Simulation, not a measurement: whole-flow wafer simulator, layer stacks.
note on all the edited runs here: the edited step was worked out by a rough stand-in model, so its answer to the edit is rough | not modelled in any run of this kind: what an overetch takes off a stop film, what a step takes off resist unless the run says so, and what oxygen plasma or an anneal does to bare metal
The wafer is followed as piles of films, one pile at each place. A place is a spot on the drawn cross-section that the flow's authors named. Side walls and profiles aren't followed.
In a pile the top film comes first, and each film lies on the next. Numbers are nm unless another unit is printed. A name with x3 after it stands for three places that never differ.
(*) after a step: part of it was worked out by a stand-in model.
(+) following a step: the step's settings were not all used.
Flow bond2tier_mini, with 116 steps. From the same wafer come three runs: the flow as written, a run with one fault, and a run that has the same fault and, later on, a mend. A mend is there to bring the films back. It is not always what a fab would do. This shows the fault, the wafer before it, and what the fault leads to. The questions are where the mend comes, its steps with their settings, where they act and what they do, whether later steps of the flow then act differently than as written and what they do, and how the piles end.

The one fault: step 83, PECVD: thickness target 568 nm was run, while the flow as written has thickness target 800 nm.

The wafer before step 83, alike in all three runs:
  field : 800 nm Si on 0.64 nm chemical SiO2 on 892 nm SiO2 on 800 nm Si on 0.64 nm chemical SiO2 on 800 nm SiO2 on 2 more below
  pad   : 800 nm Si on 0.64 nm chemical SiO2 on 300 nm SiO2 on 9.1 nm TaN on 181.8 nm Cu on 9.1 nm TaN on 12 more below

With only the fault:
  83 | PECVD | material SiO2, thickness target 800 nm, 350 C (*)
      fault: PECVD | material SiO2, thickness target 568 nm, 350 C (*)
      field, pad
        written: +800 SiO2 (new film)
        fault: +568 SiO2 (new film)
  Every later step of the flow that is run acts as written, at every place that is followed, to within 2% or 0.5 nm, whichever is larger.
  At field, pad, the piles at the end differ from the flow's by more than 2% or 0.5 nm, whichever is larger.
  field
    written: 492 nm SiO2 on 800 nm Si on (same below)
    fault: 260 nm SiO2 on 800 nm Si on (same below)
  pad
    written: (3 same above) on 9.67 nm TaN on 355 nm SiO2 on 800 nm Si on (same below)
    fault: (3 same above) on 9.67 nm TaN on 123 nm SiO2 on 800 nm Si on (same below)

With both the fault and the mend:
  After step 88 comes the mend.
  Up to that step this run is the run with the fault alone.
  88a | STRIP | chemistry O2, over-ash 100% (+)
      field
        -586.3 KrF resist (all of it)
  88b | PECVD | material SiO2, thickness target 232 nm, 350 C (the flow's step 83 again, with other settings)
      field, pad
        +232 SiO2
  88c | COAT | KrF resist, thickness 600 nm (the flow's step 84 again)
      field, pad
        +600 KrF resist (new film)
  88d | SOFTBAKE | KrF resist (the flow's step 85 again)
      alters no film at any place that is followed
  88e | EXPOSE | photomask T3TRIM, NA 0.6 (the flow's step 86 again)
      alters no film at any place that is followed
  88f | PEB | KrF resist (the flow's step 87 again)
      alters no film at any place that is followed
  88g | DEVELOP | developer TMAH-0.26N, 60 s (the flow's step 88 again)
      field
        -13.7 KrF resist
      pad
        -600 KrF resist (all of it)
  Every later step of the flow that is run acts as written at every place that is followed.
  By the end, the piles equal the flow's at every place that both follow.
